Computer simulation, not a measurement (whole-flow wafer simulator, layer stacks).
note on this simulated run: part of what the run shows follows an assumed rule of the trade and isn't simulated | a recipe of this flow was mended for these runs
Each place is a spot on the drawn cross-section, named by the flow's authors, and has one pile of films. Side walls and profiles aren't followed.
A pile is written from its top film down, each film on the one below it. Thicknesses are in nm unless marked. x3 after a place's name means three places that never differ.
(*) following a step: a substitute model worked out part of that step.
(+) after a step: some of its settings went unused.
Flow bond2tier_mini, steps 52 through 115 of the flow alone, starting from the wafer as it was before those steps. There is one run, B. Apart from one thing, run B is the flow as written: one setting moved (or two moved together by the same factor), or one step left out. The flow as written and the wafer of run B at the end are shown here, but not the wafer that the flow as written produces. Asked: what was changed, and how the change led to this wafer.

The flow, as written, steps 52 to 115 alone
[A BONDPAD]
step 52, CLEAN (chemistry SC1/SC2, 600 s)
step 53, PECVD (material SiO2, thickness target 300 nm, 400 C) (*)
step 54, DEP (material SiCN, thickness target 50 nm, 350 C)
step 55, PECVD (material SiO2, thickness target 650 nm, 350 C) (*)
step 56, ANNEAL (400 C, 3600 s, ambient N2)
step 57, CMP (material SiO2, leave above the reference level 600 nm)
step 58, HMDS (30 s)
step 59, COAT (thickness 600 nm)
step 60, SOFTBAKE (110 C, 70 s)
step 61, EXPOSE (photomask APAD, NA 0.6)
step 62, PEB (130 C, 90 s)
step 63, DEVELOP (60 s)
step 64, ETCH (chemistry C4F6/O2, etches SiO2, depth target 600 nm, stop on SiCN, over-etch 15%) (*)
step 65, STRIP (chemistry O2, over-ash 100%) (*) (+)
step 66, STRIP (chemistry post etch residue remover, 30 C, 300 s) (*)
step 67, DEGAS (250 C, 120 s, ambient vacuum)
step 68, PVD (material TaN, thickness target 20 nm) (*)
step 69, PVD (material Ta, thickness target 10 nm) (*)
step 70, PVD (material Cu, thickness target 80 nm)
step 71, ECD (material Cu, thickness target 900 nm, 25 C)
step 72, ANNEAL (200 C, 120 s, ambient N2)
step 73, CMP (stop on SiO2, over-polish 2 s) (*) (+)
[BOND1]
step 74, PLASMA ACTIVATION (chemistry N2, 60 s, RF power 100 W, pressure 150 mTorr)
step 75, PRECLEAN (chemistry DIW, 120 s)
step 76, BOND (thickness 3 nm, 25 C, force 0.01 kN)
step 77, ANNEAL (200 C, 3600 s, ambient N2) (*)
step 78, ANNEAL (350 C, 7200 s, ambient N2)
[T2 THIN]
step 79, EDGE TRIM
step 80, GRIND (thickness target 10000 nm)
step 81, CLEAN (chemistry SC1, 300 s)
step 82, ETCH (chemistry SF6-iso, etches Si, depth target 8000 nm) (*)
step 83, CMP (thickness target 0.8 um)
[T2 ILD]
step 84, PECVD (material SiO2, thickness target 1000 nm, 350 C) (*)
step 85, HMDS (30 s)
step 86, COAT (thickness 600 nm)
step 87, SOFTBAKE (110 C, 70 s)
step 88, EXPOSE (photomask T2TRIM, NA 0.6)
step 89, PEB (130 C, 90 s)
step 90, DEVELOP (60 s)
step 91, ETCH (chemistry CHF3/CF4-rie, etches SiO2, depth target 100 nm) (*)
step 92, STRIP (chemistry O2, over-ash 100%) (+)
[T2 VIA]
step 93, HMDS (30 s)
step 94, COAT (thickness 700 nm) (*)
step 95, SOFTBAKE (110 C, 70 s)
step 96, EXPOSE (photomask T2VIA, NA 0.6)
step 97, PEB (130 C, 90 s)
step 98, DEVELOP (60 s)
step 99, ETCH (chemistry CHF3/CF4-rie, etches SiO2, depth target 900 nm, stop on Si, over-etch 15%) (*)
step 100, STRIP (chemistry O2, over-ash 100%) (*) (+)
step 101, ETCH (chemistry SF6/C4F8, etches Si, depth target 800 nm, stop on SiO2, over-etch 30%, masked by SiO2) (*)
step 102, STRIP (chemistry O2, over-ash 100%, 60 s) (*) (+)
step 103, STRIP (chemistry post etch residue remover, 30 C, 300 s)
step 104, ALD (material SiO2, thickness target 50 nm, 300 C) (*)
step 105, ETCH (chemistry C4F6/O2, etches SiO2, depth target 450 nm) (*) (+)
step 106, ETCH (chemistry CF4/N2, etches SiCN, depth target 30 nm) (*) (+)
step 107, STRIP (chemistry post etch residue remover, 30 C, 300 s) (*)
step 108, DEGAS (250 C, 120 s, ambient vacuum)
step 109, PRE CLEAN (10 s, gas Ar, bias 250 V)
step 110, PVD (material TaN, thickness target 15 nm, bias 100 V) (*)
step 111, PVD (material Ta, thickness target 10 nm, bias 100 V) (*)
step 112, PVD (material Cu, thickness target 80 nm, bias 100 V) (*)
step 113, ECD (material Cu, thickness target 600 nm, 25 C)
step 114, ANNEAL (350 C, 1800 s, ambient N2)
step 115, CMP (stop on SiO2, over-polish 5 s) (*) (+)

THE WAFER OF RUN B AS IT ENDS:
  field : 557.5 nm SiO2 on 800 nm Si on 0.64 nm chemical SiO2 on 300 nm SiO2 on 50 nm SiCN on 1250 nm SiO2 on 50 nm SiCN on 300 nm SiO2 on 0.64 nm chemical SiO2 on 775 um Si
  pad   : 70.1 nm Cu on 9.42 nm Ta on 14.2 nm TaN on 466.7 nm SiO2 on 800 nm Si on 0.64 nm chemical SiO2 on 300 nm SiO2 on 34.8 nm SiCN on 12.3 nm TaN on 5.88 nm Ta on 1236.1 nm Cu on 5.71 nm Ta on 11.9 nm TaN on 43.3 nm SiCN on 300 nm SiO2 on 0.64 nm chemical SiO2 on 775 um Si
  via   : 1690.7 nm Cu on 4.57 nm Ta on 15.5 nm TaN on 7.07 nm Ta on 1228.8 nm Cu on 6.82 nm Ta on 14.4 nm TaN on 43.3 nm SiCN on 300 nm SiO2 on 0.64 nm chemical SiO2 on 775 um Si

What caused this: step 57, CMP: material SiO2, leave above the reference level 600 nm, was not run.

How this came from the change, step by step:
  step 64, ETCH (chemistry C4F6/O2, etches SiO2, depth target 600 nm, stop on SiCN, over-etch 15%) (*)
      pad, via: SiO2 loses 650 (all of it), SiCN loses 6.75 (in the flow as written it would be: SiO2 loses 600 (all of it), SiCN loses 15.2)
  step 70, PVD (material Cu, thickness target 80 nm)
      pad: Cu gains 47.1 (new film) (in the flow as written it would be: Cu gains 48.4 (new film))
      via: Cu gains 57 (new film) (in the flow as written it would be: Cu gains 59 (new film))
  step 71, ECD (material Cu, thickness target 900 nm, 25 C)
      pad: Cu gains 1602 (in the flow as written it would be: Cu gains 1558.7)
      via: Cu gains 1588.6 (in the flow as written it would be: Cu gains 1544.3)
